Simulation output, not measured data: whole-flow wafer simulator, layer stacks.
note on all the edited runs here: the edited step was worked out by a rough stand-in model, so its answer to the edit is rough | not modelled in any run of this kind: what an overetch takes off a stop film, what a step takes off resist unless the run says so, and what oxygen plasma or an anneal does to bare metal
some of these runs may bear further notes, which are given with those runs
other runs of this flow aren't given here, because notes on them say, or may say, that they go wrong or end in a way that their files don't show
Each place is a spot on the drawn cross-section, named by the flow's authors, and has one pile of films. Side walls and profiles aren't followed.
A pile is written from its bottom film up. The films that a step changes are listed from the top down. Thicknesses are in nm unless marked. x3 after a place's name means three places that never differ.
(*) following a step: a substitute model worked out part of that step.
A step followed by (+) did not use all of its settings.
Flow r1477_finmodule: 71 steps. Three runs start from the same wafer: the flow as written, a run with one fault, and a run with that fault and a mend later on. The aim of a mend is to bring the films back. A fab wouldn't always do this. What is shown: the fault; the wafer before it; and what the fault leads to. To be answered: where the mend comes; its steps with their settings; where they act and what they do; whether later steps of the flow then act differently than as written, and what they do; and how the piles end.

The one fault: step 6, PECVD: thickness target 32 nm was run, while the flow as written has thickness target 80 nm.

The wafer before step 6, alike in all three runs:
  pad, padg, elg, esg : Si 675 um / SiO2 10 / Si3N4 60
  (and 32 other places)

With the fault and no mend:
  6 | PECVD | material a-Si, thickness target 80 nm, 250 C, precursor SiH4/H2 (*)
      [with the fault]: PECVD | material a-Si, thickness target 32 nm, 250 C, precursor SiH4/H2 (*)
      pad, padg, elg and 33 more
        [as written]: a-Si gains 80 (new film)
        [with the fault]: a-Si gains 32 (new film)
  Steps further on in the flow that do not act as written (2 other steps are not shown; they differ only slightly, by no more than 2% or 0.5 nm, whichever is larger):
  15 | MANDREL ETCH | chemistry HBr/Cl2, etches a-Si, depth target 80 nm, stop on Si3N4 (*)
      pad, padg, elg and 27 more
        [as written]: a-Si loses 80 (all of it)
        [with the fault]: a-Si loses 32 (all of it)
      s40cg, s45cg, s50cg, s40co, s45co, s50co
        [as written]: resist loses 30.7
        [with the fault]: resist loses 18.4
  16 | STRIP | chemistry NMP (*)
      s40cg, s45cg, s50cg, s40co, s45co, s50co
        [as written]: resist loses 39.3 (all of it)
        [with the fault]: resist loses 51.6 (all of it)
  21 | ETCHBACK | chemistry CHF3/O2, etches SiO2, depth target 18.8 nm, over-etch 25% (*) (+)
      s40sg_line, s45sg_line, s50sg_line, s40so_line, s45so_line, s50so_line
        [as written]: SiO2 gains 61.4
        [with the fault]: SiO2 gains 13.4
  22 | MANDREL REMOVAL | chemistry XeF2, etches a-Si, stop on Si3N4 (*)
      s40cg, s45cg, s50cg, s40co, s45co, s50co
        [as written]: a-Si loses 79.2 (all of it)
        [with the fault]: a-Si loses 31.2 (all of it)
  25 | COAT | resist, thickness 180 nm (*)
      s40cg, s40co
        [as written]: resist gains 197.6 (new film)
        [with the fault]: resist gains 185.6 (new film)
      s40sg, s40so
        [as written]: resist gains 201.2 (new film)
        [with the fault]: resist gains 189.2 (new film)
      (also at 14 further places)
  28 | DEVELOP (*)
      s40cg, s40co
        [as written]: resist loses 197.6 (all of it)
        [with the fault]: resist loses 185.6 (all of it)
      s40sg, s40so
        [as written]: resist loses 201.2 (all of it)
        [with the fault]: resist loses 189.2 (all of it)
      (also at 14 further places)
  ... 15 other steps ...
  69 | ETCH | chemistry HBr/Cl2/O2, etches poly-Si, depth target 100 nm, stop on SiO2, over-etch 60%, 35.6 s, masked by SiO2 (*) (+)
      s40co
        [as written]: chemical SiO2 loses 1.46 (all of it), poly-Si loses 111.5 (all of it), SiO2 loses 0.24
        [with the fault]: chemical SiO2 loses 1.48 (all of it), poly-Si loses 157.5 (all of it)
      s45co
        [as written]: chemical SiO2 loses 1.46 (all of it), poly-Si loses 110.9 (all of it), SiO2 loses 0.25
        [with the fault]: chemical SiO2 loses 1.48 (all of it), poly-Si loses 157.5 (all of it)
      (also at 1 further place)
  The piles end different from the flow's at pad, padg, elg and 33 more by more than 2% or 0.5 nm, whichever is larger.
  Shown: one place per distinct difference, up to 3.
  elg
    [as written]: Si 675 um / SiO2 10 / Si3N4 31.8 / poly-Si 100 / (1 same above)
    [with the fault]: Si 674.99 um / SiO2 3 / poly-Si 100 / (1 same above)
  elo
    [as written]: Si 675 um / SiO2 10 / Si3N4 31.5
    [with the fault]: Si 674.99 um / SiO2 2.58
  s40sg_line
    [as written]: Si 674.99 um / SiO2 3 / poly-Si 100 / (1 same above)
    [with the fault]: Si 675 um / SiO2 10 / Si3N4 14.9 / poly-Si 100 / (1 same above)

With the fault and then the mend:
  The mend stands after step 7.
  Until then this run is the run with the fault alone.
  7a | PECVD | material a-Si, thickness target 48 nm, 250 C, precursor SiH4/H2 (*) (the flow's step 6 again, with other settings)
      pad, padg, elg and 33 more
        a-Si gains 48
  None of the later steps of the flow acts differently than as written at any place that is followed.
  By the end, the piles equal the flow's at every place that both follow.
